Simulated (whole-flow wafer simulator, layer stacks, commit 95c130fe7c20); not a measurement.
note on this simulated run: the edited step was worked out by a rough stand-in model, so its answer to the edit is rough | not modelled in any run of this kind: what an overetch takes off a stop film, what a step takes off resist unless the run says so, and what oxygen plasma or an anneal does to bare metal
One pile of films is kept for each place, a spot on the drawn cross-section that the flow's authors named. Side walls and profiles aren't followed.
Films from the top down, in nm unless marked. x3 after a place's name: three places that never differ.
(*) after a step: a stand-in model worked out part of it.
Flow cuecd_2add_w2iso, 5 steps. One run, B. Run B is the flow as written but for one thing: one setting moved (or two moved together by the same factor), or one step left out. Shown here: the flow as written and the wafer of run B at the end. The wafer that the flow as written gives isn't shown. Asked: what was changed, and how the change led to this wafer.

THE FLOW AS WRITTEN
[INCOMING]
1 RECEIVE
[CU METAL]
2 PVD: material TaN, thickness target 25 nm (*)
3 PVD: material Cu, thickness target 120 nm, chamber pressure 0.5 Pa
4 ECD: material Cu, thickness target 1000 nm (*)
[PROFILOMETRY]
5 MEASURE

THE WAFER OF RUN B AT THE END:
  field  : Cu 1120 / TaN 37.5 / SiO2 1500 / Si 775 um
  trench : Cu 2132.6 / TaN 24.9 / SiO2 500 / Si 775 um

The cause: step 2, PVD: thickness target 37.5 nm was run, where the flow has thickness target 25 nm.
It can be read off the wafer: field has TaN 37.5, and step 2 as written asks for 25 nm.

How the change led to this, step by step:
  2 PVD: material TaN, thickness target 25 nm (*)
      field: TaN +37.5 (new film) (as written it would be: TaN +25 (new film))
      trench: TaN +24.9 (new film) (as written it would be: TaN +16.6 (new film))
